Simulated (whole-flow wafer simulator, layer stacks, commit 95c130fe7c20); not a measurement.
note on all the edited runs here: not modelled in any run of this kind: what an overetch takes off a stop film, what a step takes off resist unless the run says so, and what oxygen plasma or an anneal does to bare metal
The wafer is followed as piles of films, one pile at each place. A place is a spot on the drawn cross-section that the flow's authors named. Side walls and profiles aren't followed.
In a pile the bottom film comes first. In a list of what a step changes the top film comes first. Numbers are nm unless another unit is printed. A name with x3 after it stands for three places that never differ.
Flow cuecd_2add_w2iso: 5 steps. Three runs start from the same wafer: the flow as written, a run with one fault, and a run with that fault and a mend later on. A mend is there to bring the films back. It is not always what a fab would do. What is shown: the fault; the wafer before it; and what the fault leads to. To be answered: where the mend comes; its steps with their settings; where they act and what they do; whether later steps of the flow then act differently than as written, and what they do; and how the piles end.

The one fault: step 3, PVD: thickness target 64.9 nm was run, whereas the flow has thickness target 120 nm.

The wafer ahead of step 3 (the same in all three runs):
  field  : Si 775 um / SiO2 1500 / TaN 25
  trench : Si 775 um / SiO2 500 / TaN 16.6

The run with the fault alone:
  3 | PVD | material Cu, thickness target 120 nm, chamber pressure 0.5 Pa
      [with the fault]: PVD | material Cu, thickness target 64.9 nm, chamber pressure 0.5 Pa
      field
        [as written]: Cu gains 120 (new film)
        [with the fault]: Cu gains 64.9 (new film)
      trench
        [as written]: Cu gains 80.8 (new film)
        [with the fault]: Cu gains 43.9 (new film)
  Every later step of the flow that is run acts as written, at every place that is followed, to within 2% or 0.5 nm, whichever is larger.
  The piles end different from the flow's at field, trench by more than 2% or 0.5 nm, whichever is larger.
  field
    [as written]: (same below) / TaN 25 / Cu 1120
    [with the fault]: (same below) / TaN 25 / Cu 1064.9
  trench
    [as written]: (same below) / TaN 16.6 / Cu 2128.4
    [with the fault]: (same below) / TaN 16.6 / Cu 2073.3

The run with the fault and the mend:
  The mend follows step 3.
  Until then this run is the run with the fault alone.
  3a | ETCH | chemistry cu recess dil, depth target 74.72 nm
      field
        Cu loses 64.9 (all of it)
      trench
        Cu loses 43.9 (all of it)
  3b | PVD | material Cu, thickness target 120 nm, chamber pressure 0.5 Pa (the flow's step 3, run once more)
      field
        Cu gains 120 (new film)
      trench
        Cu gains 80.8 (new film)
  Every later step of the flow that is run acts as written at every place that is followed.
  The piles end the same as the flow's at every place that both follow.
